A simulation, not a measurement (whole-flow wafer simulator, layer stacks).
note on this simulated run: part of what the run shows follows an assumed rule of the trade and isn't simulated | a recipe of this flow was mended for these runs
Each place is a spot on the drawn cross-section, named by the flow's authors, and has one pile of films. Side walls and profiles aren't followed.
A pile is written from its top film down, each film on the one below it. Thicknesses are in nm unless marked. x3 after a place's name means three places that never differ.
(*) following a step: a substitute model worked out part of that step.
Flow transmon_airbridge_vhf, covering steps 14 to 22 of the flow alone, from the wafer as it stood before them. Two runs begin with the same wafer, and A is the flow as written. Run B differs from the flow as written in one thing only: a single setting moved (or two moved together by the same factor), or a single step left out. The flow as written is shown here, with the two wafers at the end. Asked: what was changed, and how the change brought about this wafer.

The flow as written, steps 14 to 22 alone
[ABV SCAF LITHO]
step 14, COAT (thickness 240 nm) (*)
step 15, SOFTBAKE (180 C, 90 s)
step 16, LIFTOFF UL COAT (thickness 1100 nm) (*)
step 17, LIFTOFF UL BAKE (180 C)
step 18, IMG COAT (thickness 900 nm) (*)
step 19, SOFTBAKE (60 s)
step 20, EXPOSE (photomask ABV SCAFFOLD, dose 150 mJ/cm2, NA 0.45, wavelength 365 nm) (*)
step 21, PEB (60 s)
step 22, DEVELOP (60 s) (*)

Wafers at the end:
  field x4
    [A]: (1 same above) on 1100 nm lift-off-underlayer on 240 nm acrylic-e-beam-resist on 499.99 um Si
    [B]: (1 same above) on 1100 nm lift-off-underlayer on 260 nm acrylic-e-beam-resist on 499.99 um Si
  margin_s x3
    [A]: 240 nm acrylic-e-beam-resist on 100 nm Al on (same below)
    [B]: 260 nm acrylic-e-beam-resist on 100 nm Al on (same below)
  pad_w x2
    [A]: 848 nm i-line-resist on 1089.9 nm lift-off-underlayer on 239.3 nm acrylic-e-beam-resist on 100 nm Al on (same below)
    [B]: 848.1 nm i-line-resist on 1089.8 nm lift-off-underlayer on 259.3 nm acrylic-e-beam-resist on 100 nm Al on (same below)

What caused this: step 14, COAT: thickness 260 nm was run, while the flow as written has thickness 240 nm.
One can read it off the wafer: field x4 has acrylic-e-beam-resist 260, and step 14 as written asks for 240 nm.

The path from the change to this, step by step:
  step 14, COAT (thickness 240 nm) (*)
      field x4, trace_open_s x2, margin_s x3: A acrylic-e-beam-resist gains 240 (new film) | B acrylic-e-beam-resist gains 260 (new film)
      pad_w x2: A acrylic-e-beam-resist gains 239.3 (new film) | B acrylic-e-beam-resist gains 259.3 (new film)
      (and at 6 other places as well)
